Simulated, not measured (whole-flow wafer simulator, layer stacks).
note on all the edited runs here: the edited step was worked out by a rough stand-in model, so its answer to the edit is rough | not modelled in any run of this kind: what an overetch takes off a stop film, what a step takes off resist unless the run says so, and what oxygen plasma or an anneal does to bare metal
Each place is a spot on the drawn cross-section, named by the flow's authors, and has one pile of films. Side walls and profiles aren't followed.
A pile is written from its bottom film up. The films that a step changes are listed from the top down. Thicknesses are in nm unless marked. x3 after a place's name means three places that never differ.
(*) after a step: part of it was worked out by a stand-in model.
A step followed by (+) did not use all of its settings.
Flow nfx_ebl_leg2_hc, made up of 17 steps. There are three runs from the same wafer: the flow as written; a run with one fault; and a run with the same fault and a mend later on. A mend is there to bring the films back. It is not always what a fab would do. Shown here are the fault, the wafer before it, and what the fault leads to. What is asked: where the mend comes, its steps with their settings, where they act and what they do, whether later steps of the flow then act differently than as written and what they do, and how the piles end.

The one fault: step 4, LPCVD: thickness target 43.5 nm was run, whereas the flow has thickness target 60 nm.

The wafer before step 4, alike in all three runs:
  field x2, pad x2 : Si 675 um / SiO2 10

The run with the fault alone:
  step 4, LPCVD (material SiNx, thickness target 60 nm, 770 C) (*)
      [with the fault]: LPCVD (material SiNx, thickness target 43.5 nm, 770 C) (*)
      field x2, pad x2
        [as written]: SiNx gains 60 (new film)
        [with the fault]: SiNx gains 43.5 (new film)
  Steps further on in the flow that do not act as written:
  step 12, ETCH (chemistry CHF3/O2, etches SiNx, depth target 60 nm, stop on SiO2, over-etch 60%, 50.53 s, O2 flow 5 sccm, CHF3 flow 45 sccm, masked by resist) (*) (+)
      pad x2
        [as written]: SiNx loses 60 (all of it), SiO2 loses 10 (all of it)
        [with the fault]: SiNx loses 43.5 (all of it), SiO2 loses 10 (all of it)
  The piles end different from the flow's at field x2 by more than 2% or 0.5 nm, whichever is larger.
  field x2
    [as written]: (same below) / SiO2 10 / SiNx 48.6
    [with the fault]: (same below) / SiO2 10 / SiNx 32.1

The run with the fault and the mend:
  After step 5 comes the mend.
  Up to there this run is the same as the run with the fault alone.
  step 5a, LPCVD (material SiNx, thickness target 16.5 nm, 770 C) (*) (the flow's step 4, run once more with other settings)
      field x2, pad x2
        SiNx gains 16.5
  Later steps of the flow that are run all act as written at every place that is followed.
  At every place that both follow, the piles at the end match the flow's.
